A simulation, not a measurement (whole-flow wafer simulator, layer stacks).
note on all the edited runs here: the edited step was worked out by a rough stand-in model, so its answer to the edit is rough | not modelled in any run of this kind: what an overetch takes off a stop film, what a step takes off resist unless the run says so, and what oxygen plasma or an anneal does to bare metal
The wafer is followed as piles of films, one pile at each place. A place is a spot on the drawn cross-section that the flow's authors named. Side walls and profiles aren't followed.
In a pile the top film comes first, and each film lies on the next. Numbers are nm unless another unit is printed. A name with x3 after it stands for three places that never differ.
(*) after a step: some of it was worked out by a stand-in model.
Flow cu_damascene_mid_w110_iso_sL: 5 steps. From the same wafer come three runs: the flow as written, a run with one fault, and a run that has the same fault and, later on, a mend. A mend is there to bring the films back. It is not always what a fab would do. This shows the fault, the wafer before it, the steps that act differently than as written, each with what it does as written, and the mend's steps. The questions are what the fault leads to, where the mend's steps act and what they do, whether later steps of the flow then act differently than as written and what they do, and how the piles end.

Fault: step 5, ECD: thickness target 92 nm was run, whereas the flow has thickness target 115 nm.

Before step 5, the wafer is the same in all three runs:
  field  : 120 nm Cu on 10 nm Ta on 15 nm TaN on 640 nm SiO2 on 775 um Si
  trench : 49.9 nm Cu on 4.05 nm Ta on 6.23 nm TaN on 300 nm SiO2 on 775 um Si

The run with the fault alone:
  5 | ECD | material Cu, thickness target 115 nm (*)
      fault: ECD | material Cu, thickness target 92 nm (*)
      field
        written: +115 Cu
        fault: +92 Cu
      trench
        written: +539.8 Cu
        fault: +516.8 Cu
  Every later step of the flow that is run acts as written at every place that is followed.
  At field, trench, the piles at the end differ from the flow's by more than 2% or 0.5 nm, whichever is larger.
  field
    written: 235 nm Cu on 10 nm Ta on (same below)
    fault: 212 nm Cu on 10 nm Ta on (same below)
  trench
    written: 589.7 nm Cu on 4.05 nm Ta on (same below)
    fault: 566.7 nm Cu on 4.05 nm Ta on (same below)

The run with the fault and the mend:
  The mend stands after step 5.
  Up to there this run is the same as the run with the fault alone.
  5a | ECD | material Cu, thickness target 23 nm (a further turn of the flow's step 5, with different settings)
      field, trench
        +23 Cu
  Every later step of the flow that is run acts as written at every place that is followed.
  By the end, the piles equal the flow's at every place that both follow.
